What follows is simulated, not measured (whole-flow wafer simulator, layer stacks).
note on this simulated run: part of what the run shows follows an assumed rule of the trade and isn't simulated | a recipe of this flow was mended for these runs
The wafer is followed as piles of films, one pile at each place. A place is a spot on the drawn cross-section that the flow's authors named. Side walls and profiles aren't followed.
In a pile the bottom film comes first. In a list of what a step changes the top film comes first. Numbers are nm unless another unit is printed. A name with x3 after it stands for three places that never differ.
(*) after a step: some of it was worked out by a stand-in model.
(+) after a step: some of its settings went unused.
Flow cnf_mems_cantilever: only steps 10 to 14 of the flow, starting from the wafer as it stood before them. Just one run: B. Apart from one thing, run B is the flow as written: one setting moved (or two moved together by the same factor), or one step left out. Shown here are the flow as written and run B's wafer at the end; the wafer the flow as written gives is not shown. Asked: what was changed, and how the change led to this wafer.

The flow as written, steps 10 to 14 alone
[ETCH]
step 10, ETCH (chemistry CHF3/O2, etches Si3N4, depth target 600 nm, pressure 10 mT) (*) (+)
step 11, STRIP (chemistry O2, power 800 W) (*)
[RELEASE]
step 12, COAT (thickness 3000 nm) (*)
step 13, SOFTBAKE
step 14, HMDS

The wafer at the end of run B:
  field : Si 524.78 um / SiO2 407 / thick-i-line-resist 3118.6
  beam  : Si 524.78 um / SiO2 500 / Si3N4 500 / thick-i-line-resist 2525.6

The reason: step 10, ETCH: depth target 686 nm was run, whereas the flow has depth target 600 nm.

Step by step, how the change led to this:
  step 10, ETCH (chemistry CHF3/O2, etches Si3N4, depth target 600 nm, pressure 10 mT) (*) (+)
      field: -500 Si3N4 (all of it), -93 SiO2 (it would be, as written: -500 Si3N4 (all of it), -50 SiO2)
      beam: -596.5 KrF-resist (it would be, as written: -521.7 KrF-resist)
  step 11, STRIP (chemistry O2, power 800 W) (*)
      beam: -386.1 KrF-resist (all of it) (it would be, as written: -460.9 KrF-resist (all of it))
  step 13, SOFTBAKE
      field: +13 thick-i-line-resist (it would be, as written: +11.9 thick-i-line-resist)
      beam: -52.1 thick-i-line-resist (it would be, as written: -47.6 thick-i-line-resist)
